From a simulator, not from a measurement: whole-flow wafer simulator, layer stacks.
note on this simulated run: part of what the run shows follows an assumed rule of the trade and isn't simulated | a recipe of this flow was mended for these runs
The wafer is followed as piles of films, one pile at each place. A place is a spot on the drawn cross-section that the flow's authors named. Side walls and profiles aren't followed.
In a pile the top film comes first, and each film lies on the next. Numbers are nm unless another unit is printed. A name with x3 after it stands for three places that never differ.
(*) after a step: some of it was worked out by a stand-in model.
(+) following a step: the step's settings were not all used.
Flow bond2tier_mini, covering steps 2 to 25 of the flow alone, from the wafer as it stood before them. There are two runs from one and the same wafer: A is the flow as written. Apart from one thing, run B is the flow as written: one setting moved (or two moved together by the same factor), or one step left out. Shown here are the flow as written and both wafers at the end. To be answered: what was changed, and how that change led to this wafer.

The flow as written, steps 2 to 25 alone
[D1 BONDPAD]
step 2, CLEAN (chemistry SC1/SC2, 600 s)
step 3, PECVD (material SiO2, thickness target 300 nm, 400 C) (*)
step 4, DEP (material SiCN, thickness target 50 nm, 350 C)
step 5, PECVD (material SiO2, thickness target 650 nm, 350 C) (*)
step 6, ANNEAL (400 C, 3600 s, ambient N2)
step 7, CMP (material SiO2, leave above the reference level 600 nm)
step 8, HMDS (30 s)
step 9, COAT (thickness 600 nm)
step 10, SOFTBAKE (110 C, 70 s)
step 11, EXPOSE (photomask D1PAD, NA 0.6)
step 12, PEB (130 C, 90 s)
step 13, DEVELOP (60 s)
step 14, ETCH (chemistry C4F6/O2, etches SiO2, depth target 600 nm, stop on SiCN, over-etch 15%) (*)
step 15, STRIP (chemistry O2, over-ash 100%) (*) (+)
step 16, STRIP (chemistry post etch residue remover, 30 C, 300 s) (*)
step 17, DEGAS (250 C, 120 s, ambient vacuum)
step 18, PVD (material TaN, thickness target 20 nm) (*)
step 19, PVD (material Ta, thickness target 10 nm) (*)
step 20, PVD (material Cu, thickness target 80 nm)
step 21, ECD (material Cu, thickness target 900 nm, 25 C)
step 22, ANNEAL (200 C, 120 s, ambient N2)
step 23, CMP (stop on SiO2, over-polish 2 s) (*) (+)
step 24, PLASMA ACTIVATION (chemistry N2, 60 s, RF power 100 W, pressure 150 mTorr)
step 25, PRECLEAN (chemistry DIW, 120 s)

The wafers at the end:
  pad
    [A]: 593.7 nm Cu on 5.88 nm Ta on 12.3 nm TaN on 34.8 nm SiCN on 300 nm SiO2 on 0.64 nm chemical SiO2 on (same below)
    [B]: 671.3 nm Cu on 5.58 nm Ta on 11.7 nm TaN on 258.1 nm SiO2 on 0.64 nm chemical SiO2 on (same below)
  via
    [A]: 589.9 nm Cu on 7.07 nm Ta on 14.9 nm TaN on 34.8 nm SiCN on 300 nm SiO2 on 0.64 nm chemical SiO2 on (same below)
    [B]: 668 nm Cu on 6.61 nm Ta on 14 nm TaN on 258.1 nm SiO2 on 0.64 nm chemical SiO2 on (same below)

What caused this: step 14, ETCH: depth target 816 nm was run, while the flow as written has depth target 600 nm.

The path from the change to this, step by step:
  step 14, ETCH (chemistry C4F6/O2, etches SiO2, depth target 600 nm, stop on SiCN, over-etch 15%) (*)
      pad, via: A -600 SiO2 (all of it), -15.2 SiCN | B -600 SiO2 (all of it), -50 SiCN (all of it), -41.9 SiO2
      field: A -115 thick-KrF-resist | B -135.6 thick-KrF-resist
  step 15, STRIP (chemistry O2, over-ash 100%) (*) (+)
      field: A -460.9 thick-KrF-resist (all of it) | B -440.3 thick-KrF-resist (all of it)
  step 18, PVD (material TaN, thickness target 20 nm) (*)
      pad: A +12.3 TaN (new film) | B +11.7 TaN (new film)
      via: A +14.9 TaN (new film) | B +14 TaN (new film)
  step 20, PVD (material Cu, thickness target 80 nm)
      pad: A +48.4 Cu (new film) | B +46 Cu (new film)
      via: A +59 Cu (new film) | B +55.4 Cu (new film)
  step 21, ECD (material Cu, thickness target 900 nm, 25 C)
      pad: A +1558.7 Cu | B +1638.6 Cu
      via: A +1544.3 Cu | B +1625.9 Cu
